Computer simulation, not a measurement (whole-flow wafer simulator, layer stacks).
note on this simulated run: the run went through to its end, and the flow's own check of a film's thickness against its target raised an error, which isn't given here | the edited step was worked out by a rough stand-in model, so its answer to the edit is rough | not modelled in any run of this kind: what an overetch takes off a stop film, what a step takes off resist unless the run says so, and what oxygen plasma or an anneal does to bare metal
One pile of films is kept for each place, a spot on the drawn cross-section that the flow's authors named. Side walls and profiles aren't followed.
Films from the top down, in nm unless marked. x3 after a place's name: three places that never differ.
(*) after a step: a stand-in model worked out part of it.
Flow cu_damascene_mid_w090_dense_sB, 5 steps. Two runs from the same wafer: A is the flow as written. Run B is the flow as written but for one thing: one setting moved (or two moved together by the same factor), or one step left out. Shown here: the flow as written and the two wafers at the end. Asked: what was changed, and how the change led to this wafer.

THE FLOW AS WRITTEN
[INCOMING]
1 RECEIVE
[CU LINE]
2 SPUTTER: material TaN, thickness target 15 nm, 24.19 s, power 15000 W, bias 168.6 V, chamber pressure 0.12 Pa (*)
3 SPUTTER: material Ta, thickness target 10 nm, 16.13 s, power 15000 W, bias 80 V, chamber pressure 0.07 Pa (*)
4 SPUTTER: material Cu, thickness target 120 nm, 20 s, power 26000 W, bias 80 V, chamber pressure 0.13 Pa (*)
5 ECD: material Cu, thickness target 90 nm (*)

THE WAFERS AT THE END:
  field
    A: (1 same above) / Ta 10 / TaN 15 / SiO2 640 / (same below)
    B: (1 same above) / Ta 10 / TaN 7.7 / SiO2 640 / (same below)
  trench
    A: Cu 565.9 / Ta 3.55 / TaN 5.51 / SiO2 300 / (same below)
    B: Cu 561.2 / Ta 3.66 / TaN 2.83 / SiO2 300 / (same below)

The cause: step 2, SPUTTER: thickness target 7.7 nm was run, where the flow has thickness target 15 nm; step 2, SPUTTER: 12.46 s was run, where the flow has 24.19 s.
It can be read off the wafer: field has TaN 7.7, and step 2 as written asks for 15 nm.

How the change led to this, step by step:
  2 SPUTTER: material TaN, thickness target 15 nm, 24.19 s, power 15000 W, bias 168.6 V, chamber pressure 0.12 Pa (*)
      field: A TaN +15 (new film) | B TaN +7.7 (new film)
      trench: A TaN +5.51 (new film) | B TaN +2.83 (new film)
  4 SPUTTER: material Cu, thickness target 120 nm, 20 s, power 26000 W, bias 80 V, chamber pressure 0.13 Pa (*)
      trench: A Cu +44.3 (new film) | B Cu +45.5 (new film)
